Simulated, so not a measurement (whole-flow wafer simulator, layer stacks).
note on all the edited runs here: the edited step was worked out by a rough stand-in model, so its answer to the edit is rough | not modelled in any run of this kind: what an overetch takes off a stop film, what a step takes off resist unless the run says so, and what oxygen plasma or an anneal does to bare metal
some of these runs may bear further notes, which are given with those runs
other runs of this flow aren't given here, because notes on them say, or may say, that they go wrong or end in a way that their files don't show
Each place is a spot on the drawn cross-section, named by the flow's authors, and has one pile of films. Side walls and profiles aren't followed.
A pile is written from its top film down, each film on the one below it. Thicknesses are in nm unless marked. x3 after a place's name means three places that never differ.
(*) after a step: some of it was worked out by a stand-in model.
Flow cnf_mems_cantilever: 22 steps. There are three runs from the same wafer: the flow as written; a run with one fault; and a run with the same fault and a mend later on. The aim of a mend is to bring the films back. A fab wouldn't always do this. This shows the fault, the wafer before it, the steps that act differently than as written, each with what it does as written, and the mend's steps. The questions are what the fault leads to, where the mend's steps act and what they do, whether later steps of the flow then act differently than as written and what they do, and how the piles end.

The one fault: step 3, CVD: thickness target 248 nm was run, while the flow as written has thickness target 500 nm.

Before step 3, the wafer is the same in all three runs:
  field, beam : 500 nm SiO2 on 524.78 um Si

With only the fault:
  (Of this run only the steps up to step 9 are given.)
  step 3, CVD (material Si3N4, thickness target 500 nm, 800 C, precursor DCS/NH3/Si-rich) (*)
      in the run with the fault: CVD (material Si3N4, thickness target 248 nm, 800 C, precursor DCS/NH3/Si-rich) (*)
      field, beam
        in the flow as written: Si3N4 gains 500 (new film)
        in the run with the fault: Si3N4 gains 248 (new film)
  Later steps of the flow up to step 9 that are run all act as written at every place that is followed.
  Once step 9 is done, the piles at field, beam depart from the flow's by more than 2% or 0.5 nm, whichever is larger.
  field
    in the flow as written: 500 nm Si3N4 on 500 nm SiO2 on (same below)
    in the run with the fault: 248 nm Si3N4 on 500 nm SiO2 on (same below)
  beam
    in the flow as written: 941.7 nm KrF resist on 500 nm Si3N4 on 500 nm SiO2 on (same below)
    in the run with the fault: 941.7 nm KrF resist on 248 nm Si3N4 on 500 nm SiO2 on (same below)

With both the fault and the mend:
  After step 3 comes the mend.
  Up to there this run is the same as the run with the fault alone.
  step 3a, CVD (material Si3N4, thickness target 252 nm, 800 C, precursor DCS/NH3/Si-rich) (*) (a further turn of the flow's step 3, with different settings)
      field, beam
        Si3N4 gains 252
  Later steps of the flow that are run all act as written at every place that is followed.
  At every place that both follow, the piles at the end match the flow's.
